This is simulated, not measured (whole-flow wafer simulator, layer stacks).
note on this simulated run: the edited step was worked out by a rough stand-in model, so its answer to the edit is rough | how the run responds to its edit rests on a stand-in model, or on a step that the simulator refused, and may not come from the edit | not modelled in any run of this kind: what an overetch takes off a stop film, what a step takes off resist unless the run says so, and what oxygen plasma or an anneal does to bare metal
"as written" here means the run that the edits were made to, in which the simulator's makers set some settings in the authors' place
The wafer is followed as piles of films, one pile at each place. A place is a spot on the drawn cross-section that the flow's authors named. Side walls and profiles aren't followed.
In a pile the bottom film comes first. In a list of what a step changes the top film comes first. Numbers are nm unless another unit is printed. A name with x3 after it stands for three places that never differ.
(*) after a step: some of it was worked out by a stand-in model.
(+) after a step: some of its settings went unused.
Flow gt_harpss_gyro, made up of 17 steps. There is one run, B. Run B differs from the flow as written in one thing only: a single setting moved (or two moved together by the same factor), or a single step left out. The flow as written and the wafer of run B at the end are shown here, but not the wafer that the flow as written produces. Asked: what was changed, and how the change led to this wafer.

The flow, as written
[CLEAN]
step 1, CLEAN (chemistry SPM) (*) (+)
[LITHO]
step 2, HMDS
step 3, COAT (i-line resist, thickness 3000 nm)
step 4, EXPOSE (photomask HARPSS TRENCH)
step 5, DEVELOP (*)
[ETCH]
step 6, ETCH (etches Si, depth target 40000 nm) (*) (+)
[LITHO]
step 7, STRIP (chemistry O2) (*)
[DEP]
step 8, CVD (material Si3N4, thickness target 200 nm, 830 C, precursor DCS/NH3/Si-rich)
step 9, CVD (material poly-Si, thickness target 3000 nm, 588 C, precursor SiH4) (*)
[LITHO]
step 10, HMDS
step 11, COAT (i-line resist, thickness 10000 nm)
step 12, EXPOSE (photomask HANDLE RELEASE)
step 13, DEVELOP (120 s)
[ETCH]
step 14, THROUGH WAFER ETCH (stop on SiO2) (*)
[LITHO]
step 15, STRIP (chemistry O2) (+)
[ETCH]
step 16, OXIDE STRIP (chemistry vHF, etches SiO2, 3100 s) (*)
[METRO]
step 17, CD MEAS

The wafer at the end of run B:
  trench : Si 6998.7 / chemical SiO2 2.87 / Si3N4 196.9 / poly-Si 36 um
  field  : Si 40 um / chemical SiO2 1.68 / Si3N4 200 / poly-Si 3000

Cause: step 6, ETCH: depth target 33000 nm was run, whereas the flow has depth target 40000 nm.

How this came from the change, step by step:
  step 6, ETCH (etches Si, depth target 40000 nm) (*) (+)
      trench: chemical SiO2 loses 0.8 (all of it), Si loses 33 um (in the flow as written it would be: chemical SiO2 loses 0.8 (all of it), Si loses 40 um (all of it))
      field: i-line resist loses 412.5 (in the flow as written it would be: i-line resist loses 500)
  step 7, STRIP (chemistry O2) (*)
      trench: chemical SiO2 gains 2.87 (new film), Si loses 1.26 (in the flow as written it would be: nothing)
      field: i-line resist loses 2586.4 (all of it), chemical SiO2 gains 0.88, Si loses 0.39 (in the flow as written it would be: i-line resist loses 2498.9 (all of it), chemical SiO2 gains 0.87, Si loses 0.38)
  step 9, CVD (material poly-Si, thickness target 3000 nm, 588 C, precursor SiH4) (*)
      trench: poly-Si gains 36 um (new film) (in the flow as written it would be: poly-Si gains 43.01 um (new film))
